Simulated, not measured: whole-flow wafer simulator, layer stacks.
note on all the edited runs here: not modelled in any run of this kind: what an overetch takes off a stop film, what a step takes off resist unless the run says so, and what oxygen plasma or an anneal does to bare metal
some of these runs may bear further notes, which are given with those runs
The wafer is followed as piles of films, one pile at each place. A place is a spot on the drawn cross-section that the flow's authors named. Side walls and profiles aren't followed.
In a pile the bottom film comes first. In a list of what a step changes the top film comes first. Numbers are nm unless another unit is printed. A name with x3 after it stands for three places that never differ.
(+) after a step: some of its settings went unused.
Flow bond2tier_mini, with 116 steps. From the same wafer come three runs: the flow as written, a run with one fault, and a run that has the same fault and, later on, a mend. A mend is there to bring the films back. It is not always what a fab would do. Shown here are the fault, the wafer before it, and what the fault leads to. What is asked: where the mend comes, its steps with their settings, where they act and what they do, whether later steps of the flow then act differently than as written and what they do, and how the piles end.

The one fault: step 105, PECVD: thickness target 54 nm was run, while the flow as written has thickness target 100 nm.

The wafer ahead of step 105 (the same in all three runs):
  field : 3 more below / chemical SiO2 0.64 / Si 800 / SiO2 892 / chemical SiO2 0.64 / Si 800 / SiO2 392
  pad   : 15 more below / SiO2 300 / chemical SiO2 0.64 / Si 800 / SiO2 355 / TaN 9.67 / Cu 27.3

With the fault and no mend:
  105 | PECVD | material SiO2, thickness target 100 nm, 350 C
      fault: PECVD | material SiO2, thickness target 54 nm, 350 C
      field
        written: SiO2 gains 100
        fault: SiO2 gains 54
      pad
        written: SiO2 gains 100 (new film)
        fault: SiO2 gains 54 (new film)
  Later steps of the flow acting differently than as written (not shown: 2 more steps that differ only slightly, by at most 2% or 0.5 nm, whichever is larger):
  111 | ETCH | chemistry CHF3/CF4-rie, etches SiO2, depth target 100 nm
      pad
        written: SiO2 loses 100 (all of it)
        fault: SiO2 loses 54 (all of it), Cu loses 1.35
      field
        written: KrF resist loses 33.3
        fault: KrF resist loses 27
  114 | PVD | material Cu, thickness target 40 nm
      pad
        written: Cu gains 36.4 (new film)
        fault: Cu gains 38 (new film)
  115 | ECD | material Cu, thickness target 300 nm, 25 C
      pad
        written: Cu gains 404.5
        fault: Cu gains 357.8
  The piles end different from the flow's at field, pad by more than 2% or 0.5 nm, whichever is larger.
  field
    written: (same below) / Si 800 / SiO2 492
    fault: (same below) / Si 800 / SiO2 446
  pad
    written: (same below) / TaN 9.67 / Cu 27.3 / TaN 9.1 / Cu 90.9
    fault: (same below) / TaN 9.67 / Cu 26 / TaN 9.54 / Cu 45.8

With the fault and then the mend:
  The mend stands after step 110.
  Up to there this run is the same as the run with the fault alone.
  110a | STRIP | chemistry O2, over-ash 100% (+)
      field
        KrF resist loses 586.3 (all of it)
  110b | PECVD | material SiO2, thickness target 46 nm, 350 C (a further turn of the flow's step 105, with different settings)
      field, pad
        SiO2 gains 46
  110c | COAT | KrF resist, thickness 600 nm (a further turn of the flow's step 106)
      field, pad
        KrF resist gains 600 (new film)
  110d | SOFTBAKE | KrF resist (a further turn of the flow's step 107)
      leaves every film unchanged at each place that is followed
  110e | EXPOSE | photomask T3PAD, NA 0.6 (a further turn of the flow's step 108)
      leaves every film unchanged at each place that is followed
  110f | PEB | KrF resist (a further turn of the flow's step 109)
      leaves every film unchanged at each place that is followed
  110g | DEVELOP | developer TMAH-0.26N, 60 s (a further turn of the flow's step 110)
      field
        KrF resist loses 13.7
      pad
        KrF resist loses 600 (all of it)
  None of the later steps of the flow acts differently than as written at any place that is followed.
  By the end, the piles equal the flow's at every place that both follow.
